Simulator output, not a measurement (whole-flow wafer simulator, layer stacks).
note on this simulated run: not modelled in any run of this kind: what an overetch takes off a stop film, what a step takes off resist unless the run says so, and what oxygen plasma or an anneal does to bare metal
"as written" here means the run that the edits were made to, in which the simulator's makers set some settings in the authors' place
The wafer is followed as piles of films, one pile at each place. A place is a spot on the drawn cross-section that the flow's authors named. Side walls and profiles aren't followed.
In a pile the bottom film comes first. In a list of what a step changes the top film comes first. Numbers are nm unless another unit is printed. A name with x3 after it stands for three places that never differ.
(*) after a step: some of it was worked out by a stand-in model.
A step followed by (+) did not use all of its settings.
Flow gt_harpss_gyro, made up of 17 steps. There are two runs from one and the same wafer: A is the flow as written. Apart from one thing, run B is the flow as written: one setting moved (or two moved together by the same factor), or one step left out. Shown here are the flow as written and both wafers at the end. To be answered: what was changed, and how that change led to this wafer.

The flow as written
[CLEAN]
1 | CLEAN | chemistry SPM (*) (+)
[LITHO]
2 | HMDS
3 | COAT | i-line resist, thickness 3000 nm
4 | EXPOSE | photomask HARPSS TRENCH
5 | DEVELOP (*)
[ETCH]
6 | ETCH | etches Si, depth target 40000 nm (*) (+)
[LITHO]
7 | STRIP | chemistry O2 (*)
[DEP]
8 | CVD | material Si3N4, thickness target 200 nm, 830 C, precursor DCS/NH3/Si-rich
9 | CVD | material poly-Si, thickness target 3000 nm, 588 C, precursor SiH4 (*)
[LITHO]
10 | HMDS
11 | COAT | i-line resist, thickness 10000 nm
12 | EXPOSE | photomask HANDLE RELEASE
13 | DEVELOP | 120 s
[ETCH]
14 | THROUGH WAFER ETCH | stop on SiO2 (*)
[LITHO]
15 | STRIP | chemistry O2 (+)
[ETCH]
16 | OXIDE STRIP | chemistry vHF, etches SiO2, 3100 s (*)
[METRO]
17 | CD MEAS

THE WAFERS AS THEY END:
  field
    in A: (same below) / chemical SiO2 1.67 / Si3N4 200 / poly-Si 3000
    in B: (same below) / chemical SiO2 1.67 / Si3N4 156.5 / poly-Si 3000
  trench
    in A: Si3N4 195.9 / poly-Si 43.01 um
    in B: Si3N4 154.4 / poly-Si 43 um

Cause: step 8, CVD: 803 C was run, whereas the flow has 830 C.

How this came from the change, step by step:
  8 | CVD | material Si3N4, thickness target 200 nm, 830 C, precursor DCS/NH3/Si-rich
      field: A Si3N4 gains 200 (new film) | B Si3N4 gains 156.5 (new film)
      trench: A Si3N4 gains 195.9 (new film) | B Si3N4 gains 154.4 (new film)
  9 | CVD | material poly-Si, thickness target 3000 nm, 588 C, precursor SiH4 (*)
      trench: A poly-Si gains 43.01 um (new film) | B poly-Si gains 43 um (new film)
